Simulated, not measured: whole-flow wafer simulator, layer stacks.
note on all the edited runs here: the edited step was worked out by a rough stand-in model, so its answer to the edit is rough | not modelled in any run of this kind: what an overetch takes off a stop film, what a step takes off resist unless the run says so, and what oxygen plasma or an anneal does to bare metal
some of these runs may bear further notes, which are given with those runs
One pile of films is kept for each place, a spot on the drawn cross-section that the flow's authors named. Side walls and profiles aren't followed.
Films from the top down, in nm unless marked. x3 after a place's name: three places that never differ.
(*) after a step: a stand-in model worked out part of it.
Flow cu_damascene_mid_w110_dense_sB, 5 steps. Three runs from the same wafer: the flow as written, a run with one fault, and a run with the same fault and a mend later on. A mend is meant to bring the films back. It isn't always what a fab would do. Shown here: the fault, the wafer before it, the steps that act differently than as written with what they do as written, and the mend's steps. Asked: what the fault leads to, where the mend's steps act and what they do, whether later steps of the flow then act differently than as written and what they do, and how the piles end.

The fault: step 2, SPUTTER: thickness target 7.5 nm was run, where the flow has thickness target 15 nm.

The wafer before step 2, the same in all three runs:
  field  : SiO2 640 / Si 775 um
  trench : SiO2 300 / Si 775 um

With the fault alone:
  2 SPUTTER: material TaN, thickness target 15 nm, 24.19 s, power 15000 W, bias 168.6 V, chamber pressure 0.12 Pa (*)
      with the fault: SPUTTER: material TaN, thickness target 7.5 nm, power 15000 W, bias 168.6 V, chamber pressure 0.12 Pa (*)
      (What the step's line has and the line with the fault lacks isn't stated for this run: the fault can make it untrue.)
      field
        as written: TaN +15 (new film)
        with the fault: TaN +7.5 (new film)
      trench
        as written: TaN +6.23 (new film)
        with the fault: TaN +3.12 (new film)
  Later steps of the flow that act differently than as written (2 more steps differ only slightly, by at most 2% or 0.5 nm, whichever is larger, and aren't shown):
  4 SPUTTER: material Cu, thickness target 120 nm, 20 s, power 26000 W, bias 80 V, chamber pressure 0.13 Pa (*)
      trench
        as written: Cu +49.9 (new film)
        with the fault: Cu +51.2 (new film)
  At the end the piles differ from the flow's by more than 2% or 0.5 nm, whichever is larger, at field, trench.
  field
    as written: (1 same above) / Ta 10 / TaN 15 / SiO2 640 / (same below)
    with the fault: (1 same above) / Ta 10 / TaN 7.5 / SiO2 640 / (same below)
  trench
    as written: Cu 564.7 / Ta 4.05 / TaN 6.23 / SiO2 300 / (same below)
    with the fault: Cu 560.2 / Ta 4.14 / TaN 3.12 / SiO2 300 / (same below)

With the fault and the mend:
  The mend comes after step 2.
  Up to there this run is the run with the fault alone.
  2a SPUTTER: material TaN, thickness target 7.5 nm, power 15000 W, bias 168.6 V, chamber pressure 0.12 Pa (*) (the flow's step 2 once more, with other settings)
      field
        TaN +7.5
      trench
        TaN +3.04
  No later step of the flow acts differently than as written, at any place that is followed, by more than 2% or 0.5 nm, whichever is larger.
  At the end the piles differ from the flow's only slightly at the places that both follow, by at most 2% or 0.5 nm, whichever is larger.
